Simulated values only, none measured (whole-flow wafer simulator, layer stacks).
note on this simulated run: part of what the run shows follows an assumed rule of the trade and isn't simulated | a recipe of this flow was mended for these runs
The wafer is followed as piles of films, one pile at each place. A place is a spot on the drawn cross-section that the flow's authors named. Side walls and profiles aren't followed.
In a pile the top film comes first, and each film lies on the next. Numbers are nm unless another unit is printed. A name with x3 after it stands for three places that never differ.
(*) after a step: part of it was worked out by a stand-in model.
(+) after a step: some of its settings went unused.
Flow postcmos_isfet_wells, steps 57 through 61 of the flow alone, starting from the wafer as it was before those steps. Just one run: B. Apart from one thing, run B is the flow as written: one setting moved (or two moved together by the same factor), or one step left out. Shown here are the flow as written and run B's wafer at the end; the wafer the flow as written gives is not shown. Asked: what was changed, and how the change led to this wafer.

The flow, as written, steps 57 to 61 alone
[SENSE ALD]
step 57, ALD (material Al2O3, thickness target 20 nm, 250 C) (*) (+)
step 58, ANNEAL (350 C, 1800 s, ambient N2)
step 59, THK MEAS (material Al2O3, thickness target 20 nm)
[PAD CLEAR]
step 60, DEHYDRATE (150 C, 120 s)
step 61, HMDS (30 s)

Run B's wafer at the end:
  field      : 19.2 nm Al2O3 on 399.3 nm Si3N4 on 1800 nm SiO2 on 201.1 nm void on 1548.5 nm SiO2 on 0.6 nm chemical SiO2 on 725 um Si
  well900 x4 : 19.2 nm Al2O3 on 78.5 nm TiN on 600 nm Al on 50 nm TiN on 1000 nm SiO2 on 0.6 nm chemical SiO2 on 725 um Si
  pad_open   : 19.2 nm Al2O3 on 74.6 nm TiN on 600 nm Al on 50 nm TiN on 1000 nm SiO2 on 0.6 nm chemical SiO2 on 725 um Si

What caused this: step 57, ALD: thickness target 19.24 nm was run, though the flow has thickness target 20 nm.
The wafer lets one read it off: field has Al2O3 19.2, and step 57 as written asks for 20 nm.

How this came from the change, step by step:
  step 57, ALD (material Al2O3, thickness target 20 nm, 250 C) (*) (+)
      field, margin x3, well900 x4, pad_open: Al2O3 gains 19.2 (new film) (it would be, as written: Al2O3 gains 20 (new film))
